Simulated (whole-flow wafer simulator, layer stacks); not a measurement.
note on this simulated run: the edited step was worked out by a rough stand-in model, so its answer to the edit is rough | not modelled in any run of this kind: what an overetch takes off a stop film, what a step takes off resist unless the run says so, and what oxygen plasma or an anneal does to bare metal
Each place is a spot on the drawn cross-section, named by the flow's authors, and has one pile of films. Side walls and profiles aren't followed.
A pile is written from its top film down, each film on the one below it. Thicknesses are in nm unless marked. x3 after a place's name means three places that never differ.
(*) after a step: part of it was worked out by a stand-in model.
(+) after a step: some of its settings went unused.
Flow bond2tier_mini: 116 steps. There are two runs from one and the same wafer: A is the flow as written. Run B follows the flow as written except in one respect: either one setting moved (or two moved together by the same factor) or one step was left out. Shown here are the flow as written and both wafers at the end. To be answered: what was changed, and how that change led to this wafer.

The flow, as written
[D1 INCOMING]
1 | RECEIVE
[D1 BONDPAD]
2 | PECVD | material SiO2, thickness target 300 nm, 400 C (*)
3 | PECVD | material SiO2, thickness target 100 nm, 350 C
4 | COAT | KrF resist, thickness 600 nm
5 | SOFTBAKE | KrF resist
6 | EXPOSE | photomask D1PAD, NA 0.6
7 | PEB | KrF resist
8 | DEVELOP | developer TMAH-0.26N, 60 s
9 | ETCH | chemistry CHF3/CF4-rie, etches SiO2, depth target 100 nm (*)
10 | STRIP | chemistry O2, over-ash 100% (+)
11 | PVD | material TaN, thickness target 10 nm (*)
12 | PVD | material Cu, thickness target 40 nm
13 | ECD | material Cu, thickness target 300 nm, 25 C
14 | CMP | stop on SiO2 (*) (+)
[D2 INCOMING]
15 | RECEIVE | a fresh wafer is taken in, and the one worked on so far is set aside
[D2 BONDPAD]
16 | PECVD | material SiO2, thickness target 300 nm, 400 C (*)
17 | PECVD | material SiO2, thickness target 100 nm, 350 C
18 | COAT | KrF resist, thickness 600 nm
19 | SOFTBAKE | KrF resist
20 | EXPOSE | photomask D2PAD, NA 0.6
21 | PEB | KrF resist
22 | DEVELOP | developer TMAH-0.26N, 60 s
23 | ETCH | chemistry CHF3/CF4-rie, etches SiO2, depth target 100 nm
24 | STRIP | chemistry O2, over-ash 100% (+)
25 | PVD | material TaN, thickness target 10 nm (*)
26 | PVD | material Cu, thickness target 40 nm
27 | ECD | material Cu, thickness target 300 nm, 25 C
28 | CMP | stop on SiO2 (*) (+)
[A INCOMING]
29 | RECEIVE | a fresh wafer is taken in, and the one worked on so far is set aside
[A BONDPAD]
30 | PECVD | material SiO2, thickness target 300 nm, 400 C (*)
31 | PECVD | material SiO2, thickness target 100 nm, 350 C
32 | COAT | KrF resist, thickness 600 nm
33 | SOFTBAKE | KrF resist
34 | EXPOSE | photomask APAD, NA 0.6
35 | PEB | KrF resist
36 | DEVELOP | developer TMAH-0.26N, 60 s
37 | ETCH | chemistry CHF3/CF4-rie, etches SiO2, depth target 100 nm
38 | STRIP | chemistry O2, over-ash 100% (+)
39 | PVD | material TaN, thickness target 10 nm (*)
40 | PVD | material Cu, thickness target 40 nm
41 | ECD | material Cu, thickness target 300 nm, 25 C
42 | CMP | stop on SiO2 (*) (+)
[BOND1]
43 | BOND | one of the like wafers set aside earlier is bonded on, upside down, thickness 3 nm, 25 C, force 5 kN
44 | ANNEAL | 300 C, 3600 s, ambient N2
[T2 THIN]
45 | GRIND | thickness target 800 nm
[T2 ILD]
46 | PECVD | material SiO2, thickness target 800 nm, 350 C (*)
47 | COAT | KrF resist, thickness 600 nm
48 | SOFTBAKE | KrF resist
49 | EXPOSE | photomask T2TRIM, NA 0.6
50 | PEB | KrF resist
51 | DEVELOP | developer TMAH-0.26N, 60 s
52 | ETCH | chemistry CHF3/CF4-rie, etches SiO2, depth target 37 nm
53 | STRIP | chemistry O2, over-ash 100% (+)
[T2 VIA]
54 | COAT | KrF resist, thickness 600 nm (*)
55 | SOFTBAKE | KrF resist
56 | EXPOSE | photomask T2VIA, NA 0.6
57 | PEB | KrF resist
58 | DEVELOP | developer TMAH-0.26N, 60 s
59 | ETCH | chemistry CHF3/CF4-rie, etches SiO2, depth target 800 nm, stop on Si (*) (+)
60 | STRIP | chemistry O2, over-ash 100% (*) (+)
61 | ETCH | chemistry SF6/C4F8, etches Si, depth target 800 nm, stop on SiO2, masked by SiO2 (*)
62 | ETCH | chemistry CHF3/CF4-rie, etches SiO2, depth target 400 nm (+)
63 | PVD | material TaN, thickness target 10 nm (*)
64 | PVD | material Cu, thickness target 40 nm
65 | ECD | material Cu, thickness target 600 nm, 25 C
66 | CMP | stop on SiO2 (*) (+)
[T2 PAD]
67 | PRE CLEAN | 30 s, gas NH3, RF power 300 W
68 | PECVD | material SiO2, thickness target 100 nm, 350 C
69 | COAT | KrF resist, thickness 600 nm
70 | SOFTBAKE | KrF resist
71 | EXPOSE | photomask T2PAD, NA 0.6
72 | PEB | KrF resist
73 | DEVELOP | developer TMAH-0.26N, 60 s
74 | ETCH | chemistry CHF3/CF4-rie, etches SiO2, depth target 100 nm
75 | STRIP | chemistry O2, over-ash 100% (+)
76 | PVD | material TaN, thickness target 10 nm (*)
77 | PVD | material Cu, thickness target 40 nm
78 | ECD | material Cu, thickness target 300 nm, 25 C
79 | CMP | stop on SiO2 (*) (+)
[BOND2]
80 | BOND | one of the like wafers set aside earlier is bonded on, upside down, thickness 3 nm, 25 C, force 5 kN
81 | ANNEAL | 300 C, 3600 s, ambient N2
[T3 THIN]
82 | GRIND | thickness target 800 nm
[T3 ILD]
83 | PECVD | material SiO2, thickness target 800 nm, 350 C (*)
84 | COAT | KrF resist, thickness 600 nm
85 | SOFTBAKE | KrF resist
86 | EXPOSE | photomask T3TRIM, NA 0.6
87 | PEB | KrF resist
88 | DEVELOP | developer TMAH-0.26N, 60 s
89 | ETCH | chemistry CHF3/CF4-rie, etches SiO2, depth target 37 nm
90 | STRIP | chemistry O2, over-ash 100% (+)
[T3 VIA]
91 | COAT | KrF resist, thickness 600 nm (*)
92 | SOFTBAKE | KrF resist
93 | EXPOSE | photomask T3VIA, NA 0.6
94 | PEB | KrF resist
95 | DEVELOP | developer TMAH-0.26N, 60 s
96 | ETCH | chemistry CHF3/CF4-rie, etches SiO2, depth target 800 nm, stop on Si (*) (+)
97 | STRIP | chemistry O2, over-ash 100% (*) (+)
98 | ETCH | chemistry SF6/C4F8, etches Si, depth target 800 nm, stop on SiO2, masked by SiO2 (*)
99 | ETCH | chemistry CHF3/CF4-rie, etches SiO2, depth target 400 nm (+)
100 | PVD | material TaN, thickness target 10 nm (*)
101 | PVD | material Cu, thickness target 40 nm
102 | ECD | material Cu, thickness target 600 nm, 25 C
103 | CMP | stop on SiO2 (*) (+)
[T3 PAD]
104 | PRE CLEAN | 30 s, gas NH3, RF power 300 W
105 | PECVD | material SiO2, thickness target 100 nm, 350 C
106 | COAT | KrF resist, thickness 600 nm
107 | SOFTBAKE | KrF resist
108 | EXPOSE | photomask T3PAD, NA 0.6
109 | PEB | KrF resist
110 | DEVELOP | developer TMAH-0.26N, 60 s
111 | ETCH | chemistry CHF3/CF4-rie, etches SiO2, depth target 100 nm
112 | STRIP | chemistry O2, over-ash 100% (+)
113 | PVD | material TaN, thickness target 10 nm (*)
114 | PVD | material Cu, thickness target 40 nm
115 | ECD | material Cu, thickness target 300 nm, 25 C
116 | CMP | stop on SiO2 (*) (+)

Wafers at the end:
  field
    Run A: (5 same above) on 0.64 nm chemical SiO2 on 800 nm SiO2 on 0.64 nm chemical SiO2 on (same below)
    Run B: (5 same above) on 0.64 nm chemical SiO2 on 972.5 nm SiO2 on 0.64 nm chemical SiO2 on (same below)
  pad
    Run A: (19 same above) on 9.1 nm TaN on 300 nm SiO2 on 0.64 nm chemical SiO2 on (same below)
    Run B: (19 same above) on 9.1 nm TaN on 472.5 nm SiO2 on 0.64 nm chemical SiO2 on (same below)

Cause: step 30, PECVD: thickness target 472.5 nm was run, while the flow as written has thickness target 300 nm.
One can read it off the wafer: pad has SiO2 472.5, and step 30 as written asks for 300 nm.

How this came from the change, step by step:
  30 | PECVD | material SiO2, thickness target 300 nm, 400 C (*)
      field, pad, via: A SiO2 gains 300 (new film) | B SiO2 gains 472.5 (new film)
